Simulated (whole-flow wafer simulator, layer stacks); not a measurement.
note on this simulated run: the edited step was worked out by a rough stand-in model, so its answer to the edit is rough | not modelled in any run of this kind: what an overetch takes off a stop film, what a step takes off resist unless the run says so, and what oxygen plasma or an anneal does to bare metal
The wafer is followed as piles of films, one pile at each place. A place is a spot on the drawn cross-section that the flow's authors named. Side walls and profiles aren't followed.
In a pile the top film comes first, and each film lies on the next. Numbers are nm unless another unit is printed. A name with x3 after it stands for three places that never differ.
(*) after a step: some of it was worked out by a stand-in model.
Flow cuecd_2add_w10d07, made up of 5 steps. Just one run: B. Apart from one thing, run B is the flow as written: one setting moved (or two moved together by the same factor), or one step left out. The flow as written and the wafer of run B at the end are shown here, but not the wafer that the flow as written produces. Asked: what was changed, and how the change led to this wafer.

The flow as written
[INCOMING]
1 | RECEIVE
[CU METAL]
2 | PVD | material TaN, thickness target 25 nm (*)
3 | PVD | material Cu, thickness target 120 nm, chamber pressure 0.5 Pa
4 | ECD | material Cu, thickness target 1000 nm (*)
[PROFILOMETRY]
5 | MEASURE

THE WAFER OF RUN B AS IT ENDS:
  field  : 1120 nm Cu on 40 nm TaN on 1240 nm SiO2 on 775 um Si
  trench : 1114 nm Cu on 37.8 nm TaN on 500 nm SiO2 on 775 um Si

Cause: step 2, PVD: thickness target 40 nm was run, whereas the flow has thickness target 25 nm.
The wafer itself shows it: field has TaN 40, and step 2 as written asks for 25 nm.

Step by step, how the change led to this:
  2 | PVD | material TaN, thickness target 25 nm (*)
      field: TaN gains 40 (new film) (in the flow as written it would be: TaN gains 25 (new film))
      trench: TaN gains 37.8 (new film) (in the flow as written it would be: TaN gains 23.7 (new film))
